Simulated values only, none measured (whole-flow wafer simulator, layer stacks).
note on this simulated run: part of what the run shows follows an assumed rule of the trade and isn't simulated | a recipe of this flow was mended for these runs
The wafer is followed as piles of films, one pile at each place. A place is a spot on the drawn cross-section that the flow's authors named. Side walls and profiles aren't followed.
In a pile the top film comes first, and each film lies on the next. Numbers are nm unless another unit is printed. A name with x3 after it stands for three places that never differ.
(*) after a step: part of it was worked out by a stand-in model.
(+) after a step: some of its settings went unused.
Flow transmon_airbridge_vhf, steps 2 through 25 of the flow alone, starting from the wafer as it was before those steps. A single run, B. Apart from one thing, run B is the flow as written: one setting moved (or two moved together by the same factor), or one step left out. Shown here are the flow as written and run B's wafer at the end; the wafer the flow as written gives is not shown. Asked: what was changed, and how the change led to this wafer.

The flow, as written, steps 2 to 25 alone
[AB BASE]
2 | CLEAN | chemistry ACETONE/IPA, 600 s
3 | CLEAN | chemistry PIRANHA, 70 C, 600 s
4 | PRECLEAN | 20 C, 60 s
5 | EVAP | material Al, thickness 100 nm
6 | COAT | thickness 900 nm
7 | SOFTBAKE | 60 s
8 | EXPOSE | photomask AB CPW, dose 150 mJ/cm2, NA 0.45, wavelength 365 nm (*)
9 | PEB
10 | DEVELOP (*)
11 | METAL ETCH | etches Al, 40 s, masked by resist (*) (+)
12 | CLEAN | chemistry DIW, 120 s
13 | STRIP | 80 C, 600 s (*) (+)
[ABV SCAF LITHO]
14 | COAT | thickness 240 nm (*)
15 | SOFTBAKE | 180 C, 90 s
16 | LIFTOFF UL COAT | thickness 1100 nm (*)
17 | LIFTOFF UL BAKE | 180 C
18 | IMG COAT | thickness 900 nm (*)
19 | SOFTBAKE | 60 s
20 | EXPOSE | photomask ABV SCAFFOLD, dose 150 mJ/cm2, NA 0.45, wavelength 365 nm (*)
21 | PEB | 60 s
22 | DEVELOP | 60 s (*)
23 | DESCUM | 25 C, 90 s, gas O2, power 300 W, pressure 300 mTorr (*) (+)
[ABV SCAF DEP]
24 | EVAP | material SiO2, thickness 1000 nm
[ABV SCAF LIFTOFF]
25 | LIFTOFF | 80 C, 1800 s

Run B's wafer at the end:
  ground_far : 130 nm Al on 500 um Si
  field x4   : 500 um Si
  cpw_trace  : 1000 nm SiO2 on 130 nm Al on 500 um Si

Cause: step 5, EVAP: thickness 130 nm was run, while the flow as written has thickness 100 nm.
The wafer lets one read it off: ground_far has Al 130, and step 5 as written asks for 100 nm.

Step by step, how the change led to this:
  5 | EVAP | material Al, thickness 100 nm
      field x4, ground_far, pad_w x2, flank_w x2, gap_w x2, cpw_trace, trace_open_s x2, margin_s x3: +130 Al (new film) (it would be, as written: +100 Al (new film))
  11 | METAL ETCH | etches Al, 40 s, masked by resist (*) (+)
      field x4, gap_w x2: -116.7 Al (all of it), -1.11 Si (it would be, as written: -86.7 Al (all of it), -11.1 Si)
